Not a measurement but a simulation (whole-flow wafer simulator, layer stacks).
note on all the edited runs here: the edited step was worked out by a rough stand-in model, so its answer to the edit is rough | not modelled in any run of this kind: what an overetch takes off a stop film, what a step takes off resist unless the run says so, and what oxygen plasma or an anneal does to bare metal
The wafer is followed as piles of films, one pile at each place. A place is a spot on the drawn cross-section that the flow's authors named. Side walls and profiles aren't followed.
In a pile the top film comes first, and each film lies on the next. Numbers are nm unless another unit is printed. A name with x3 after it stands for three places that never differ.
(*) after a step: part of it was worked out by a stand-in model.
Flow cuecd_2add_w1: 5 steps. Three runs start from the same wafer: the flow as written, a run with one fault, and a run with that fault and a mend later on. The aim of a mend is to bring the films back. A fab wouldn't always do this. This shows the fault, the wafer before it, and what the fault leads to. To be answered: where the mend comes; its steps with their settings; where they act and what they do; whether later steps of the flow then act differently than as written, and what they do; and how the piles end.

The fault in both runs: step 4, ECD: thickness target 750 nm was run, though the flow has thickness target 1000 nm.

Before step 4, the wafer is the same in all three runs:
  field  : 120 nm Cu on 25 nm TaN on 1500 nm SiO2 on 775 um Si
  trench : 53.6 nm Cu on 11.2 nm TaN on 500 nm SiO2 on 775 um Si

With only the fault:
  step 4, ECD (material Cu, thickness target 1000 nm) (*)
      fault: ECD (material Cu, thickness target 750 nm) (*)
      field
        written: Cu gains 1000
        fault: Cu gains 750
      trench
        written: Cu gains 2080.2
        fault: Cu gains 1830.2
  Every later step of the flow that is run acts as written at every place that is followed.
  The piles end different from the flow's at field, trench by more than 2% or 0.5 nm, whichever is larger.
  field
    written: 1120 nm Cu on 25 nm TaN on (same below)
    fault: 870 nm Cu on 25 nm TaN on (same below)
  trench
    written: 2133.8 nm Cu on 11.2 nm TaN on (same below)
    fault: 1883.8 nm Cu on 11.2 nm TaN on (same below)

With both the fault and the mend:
  The mend follows step 5.
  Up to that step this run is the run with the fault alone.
  step 5a, ECD (material Cu, thickness target 250 nm) (a further turn of the flow's step 4, with different settings)
      field, trench
        Cu gains 250
  Every later step of the flow that is run acts as written at every place that is followed.
  The piles end the same as the flow's at every place that both follow.
